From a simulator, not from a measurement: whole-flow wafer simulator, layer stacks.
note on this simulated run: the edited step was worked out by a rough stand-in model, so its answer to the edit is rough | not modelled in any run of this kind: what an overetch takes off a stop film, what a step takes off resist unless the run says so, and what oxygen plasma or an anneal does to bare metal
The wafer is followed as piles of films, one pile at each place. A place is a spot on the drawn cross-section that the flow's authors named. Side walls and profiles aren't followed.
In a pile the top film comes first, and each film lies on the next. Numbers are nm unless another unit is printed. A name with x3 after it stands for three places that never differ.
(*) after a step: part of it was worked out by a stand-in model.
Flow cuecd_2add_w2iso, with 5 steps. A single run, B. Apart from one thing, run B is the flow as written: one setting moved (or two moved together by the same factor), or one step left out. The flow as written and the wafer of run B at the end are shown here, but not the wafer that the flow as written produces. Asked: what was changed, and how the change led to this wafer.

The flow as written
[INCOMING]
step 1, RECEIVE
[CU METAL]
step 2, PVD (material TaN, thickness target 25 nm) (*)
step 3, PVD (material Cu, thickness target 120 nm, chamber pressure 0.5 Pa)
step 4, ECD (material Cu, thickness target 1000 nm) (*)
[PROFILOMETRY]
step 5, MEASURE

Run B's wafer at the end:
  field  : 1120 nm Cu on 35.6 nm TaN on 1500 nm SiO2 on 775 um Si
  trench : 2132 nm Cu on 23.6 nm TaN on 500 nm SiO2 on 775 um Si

Cause: step 2, PVD: thickness target 35.6 nm was run, while the flow as written has thickness target 25 nm.
The wafer itself shows it: field has TaN 35.6, and step 2 as written asks for 25 nm.

The path from the change to this, step by step:
  step 2, PVD (material TaN, thickness target 25 nm) (*)
      field: +35.6 TaN (new film) (it would be, as written: +25 TaN (new film))
      trench: +23.6 TaN (new film) (it would be, as written: +16.6 TaN (new film))
